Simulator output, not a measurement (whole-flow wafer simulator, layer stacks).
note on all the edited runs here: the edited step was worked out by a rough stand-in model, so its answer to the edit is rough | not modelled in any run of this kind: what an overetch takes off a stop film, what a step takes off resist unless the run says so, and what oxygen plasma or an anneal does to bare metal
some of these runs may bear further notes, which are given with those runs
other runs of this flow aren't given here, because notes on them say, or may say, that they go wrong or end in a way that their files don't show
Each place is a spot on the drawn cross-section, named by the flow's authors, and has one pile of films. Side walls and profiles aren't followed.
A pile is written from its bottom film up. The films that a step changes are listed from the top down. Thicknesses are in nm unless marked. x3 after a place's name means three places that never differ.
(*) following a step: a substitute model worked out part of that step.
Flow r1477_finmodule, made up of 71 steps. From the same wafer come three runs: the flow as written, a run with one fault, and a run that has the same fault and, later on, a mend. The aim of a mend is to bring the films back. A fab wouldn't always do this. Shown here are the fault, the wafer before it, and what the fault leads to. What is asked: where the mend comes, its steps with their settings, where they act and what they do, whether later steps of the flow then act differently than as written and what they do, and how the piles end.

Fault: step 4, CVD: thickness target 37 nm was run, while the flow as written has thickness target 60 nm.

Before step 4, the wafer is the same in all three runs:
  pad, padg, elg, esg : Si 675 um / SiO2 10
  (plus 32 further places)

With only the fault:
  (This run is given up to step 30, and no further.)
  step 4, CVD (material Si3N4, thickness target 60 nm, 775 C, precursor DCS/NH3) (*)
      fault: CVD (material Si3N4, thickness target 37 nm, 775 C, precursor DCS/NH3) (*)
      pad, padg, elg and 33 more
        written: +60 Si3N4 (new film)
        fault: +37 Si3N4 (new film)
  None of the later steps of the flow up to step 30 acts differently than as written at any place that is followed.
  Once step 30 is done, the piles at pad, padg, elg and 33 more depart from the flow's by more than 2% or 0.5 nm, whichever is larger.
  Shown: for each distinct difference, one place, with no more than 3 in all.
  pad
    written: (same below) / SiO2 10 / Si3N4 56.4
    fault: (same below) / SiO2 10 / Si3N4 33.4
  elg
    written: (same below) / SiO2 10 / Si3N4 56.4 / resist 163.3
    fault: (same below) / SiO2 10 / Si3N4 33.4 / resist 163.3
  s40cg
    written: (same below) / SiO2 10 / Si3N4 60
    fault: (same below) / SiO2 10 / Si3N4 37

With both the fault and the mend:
  After step 5 comes the mend.
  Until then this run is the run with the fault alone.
  step 5a, ETCH (chemistry h3po4, depth target 42.55 nm)
      pad, padg, elg and 33 more
        -37 Si3N4 (all of it)
  step 5b, CLEAN (chemistry SC1/SC2) (the flow's step 2, run once more)
      alters no film at any place that is followed
  step 5c, CVD (material Si3N4, thickness target 60 nm, 775 C, precursor DCS/NH3) (*) (the flow's step 4, run once more)
      pad, padg, elg and 33 more
        +60 Si3N4 (new film)
  None of the later steps of the flow acts differently than as written at any place that is followed.
  At every place that both follow, the piles at the end match the flow's.
